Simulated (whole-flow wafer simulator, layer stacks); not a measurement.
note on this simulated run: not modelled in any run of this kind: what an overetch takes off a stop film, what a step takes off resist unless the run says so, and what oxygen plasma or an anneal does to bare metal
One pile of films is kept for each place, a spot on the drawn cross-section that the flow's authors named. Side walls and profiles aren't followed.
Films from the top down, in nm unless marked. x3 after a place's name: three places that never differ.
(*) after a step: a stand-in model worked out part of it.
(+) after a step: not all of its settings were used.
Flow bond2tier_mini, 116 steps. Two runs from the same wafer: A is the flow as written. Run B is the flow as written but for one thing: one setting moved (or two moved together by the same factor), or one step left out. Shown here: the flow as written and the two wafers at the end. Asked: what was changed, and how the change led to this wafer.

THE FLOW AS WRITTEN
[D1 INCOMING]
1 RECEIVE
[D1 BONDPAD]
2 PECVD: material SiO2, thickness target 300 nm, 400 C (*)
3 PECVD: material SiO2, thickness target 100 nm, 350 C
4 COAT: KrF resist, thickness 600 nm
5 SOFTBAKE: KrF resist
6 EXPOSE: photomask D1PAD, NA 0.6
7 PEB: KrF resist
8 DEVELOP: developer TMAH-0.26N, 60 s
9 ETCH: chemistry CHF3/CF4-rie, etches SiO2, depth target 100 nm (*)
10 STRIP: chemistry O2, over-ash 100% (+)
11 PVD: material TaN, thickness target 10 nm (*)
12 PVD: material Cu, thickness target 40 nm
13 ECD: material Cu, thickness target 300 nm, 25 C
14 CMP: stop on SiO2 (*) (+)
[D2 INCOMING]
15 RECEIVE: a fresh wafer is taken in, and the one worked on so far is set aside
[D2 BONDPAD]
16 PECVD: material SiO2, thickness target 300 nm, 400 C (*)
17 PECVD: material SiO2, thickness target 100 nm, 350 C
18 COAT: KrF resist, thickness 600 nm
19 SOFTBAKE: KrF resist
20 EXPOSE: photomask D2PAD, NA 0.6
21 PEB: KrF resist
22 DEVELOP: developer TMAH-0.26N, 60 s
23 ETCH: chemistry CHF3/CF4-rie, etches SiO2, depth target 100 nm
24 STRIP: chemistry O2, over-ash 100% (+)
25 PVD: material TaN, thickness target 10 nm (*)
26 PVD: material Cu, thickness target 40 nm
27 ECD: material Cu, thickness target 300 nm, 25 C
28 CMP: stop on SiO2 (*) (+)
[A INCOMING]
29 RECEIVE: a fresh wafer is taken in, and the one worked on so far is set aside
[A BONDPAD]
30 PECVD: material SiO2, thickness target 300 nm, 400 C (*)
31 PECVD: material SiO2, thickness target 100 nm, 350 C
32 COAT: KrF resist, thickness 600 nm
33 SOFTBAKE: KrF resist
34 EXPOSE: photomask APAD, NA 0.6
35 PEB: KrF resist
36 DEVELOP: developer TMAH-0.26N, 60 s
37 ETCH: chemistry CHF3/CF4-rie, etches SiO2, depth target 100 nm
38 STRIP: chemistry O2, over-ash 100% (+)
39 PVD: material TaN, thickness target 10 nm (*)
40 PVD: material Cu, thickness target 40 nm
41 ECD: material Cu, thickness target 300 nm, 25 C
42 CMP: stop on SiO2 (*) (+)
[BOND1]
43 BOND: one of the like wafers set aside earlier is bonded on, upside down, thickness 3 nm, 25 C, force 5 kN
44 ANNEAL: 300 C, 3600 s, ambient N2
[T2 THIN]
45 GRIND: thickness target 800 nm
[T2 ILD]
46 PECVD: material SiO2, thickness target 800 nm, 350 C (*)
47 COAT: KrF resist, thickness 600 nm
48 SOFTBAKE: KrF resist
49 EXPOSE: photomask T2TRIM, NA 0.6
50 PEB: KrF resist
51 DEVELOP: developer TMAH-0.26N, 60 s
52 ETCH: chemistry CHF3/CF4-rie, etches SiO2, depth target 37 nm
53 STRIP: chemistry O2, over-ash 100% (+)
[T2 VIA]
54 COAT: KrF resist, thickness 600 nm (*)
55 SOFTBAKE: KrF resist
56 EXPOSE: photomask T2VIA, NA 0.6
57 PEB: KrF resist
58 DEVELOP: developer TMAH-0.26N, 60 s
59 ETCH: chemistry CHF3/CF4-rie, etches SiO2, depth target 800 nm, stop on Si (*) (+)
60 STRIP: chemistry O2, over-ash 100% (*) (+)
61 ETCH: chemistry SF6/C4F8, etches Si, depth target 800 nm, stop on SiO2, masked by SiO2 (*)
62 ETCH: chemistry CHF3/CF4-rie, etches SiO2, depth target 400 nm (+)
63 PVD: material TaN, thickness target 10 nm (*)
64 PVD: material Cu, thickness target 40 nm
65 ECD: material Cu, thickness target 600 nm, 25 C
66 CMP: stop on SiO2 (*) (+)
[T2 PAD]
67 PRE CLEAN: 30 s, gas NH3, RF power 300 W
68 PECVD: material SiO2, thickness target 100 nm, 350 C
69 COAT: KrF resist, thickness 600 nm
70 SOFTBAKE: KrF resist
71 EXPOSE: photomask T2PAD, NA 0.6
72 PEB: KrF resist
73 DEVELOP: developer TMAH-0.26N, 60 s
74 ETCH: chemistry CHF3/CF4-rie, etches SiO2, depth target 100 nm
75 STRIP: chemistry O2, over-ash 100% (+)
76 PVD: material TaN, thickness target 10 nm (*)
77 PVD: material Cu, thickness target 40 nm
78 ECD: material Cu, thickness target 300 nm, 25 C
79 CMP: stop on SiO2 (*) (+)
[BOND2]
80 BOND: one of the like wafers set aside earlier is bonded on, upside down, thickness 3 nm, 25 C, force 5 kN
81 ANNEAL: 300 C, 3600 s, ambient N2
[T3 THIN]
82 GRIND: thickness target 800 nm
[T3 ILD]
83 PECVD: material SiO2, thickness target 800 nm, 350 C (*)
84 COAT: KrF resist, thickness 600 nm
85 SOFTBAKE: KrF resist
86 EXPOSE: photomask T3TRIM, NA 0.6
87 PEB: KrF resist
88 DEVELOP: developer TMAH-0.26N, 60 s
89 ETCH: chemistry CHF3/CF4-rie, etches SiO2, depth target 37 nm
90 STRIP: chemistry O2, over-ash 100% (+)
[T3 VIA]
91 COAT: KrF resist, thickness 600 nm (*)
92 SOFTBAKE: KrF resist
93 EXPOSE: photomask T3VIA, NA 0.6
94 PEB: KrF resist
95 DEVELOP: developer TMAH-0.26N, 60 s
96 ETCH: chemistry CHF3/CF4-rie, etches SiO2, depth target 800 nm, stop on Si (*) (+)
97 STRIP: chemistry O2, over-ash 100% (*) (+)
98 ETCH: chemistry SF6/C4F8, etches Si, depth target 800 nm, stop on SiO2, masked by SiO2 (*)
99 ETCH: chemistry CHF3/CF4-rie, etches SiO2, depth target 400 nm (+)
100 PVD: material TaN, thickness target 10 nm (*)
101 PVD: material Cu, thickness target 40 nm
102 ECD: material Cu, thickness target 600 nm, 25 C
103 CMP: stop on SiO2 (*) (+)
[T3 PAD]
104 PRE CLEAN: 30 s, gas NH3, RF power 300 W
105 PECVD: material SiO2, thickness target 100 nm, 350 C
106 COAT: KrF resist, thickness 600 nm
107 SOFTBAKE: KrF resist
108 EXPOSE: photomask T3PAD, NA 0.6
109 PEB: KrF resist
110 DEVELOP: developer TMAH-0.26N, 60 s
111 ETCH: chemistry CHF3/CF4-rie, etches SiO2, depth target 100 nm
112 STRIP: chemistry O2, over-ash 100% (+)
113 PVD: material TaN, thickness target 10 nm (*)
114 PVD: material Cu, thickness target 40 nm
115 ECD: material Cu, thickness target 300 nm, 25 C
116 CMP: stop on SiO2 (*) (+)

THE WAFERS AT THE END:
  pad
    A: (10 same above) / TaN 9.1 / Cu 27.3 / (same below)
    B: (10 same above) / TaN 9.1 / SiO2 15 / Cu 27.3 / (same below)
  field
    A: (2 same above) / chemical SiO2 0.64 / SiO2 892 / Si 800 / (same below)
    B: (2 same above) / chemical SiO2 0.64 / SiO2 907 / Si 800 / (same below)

The cause: step 68, PECVD: thickness target 115 nm was run, where the flow has thickness target 100 nm.

How the change led to this, step by step:
  68 PECVD: material SiO2, thickness target 100 nm, 350 C
      field: A SiO2 +100 | B SiO2 +115
      pad: A SiO2 +100 (new film) | B SiO2 +115 (new film)
  74 ETCH: chemistry CHF3/CF4-rie, etches SiO2, depth target 100 nm
      pad: A SiO2 -100 (all of it) | B SiO2 -100
Counting metal films that touch as one body, pad has 4 bodies (between them, from the top down: SiO2 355 / Si 800 / chemical SiO2 0.64 / SiO2 300; SiO2 15; SiO2 355 / Si 800 / chemical SiO2 0.64 / SiO2 300); the flow as written gives 3 bodies (between them, from the top down: SiO2 355 / Si 800 / chemical SiO2 0.64 / SiO2 300; SiO2 355 / Si 800 / chemical SiO2 0.64 / SiO2 300).
